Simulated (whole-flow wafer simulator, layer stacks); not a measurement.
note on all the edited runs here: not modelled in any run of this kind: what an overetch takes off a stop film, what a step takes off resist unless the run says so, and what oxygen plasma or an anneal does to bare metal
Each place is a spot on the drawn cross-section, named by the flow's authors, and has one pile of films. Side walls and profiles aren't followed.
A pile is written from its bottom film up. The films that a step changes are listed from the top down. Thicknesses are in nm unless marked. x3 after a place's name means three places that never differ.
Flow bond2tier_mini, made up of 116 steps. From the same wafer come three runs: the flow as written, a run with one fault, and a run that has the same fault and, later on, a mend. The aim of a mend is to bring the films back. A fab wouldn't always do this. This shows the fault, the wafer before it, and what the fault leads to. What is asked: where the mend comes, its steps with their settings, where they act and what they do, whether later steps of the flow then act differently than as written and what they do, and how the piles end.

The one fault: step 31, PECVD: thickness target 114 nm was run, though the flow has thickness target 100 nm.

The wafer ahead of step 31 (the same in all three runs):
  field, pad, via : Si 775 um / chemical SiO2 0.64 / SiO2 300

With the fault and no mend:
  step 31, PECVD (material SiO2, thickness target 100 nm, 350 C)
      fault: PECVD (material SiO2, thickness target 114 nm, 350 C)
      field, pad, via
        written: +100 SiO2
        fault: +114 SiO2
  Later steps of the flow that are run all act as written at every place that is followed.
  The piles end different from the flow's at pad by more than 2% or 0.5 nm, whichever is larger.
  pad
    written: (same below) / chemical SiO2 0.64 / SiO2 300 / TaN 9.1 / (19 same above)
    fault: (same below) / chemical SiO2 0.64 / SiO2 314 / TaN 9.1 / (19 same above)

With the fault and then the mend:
  The mend follows step 31.
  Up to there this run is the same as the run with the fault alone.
  step 31a, ETCH (chemistry CHF3/CF4-rie, etches SiO2, depth target 14 nm) (the flow's step 9 again, with other settings)
      field, pad, via
        -14 SiO2
  Later steps of the flow that are run all act as written at every place that is followed.
  By the end, the piles equal the flow's at every place that both follow.
